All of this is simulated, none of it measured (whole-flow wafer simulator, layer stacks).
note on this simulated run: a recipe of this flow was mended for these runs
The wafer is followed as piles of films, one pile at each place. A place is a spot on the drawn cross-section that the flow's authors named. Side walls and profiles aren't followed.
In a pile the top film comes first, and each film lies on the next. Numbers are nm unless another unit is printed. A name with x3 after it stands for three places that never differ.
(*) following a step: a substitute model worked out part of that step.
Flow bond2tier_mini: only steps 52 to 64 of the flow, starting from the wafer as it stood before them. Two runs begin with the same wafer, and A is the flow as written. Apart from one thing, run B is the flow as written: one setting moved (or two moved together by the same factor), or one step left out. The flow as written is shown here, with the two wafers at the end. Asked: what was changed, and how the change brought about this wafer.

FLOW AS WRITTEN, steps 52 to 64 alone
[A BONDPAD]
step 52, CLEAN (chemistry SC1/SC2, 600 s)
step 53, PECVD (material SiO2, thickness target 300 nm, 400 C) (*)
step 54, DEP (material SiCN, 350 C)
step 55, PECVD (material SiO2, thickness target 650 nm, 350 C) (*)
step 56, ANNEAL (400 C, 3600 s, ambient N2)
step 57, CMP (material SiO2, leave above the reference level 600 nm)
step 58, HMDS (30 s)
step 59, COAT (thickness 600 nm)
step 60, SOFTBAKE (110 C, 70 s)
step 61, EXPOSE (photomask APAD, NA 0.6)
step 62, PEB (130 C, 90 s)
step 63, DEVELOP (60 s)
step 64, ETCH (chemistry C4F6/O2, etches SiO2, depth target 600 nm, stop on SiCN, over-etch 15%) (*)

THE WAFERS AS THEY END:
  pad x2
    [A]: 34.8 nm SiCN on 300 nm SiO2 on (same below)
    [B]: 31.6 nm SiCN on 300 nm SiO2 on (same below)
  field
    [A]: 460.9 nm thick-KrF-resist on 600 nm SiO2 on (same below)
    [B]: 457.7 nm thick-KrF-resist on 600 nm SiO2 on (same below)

The reason: step 64, ETCH: over-etch 18.2% was run, though the flow has over-etch 15%.

The path from the change to this, step by step:
  step 64, ETCH (chemistry C4F6/O2, etches SiO2, depth target 600 nm, stop on SiCN, over-etch 15%) (*)
      pad x2: A SiO2 loses 600 (all of it), SiCN loses 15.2 | B SiO2 loses 600 (all of it), SiCN loses 18.4
      field: A thick-KrF-resist loses 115 | B thick-KrF-resist loses 118.2
